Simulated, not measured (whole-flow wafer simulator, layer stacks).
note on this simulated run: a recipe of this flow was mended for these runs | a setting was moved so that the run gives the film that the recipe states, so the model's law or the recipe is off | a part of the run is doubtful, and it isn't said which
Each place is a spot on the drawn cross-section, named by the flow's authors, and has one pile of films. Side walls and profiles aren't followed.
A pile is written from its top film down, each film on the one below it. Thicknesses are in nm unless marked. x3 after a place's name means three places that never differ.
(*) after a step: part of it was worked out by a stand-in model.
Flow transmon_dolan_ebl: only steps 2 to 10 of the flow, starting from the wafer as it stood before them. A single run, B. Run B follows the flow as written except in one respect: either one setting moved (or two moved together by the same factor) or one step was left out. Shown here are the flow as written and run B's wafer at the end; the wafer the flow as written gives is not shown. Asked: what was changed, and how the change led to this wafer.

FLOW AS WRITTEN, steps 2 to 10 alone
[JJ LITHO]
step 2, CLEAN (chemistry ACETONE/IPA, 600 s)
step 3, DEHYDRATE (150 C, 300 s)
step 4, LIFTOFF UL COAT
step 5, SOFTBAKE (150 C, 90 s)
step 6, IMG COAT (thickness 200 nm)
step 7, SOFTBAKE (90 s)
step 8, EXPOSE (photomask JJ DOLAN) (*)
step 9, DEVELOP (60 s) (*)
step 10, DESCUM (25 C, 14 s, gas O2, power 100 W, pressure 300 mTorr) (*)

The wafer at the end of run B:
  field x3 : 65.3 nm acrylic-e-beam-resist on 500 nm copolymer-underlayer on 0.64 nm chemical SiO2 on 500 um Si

The reason: step 6, IMG COAT: thickness 80 nm was run, while the flow as written has thickness 200 nm.

Step by step, how the change led to this:
  step 6, IMG COAT (thickness 200 nm)
      field x3, jj_line: +80 acrylic-e-beam-resist (new film) (in the flow as written it would be: +200 acrylic-e-beam-resist (new film))
  step 9, DEVELOP (60 s) (*)
      jj_line: -80 acrylic-e-beam-resist (all of it), -500 copolymer-underlayer (all of it) (in the flow as written it would be: -200 acrylic-e-beam-resist (all of it), -500 copolymer-underlayer (all of it))
